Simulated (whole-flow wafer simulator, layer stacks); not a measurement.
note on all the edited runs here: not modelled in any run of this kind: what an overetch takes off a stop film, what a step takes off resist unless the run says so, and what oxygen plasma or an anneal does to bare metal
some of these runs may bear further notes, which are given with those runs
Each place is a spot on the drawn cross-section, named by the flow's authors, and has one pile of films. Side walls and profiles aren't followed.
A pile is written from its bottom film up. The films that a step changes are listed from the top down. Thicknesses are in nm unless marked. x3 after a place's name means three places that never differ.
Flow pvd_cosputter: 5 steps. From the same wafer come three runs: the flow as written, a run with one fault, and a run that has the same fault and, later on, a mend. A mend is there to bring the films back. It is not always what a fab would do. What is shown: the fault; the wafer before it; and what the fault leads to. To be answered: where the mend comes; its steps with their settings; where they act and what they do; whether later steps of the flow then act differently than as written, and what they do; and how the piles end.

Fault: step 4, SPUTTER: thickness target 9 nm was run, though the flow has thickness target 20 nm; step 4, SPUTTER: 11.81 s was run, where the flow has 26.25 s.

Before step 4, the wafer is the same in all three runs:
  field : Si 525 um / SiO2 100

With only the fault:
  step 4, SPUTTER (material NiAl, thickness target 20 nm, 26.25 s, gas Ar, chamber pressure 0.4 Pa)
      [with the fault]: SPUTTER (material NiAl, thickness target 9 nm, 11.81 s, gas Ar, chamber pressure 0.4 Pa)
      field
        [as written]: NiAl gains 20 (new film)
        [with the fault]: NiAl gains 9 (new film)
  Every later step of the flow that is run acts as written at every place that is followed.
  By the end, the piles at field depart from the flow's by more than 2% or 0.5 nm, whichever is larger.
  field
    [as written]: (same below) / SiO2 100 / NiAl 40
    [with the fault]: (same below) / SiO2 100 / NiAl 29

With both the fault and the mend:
  The mend follows step 4.
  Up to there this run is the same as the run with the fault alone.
  step 4a, SPUTTER (material NiAl, thickness target 11 nm, 14.44 s, gas Ar, chamber pressure 0.4 Pa) (the flow's step 4 again, with other settings)
      field
        NiAl gains 11
  Every later step of the flow that is run acts as written at every place that is followed.
  At every place that both follow, the piles at the end match the flow's.
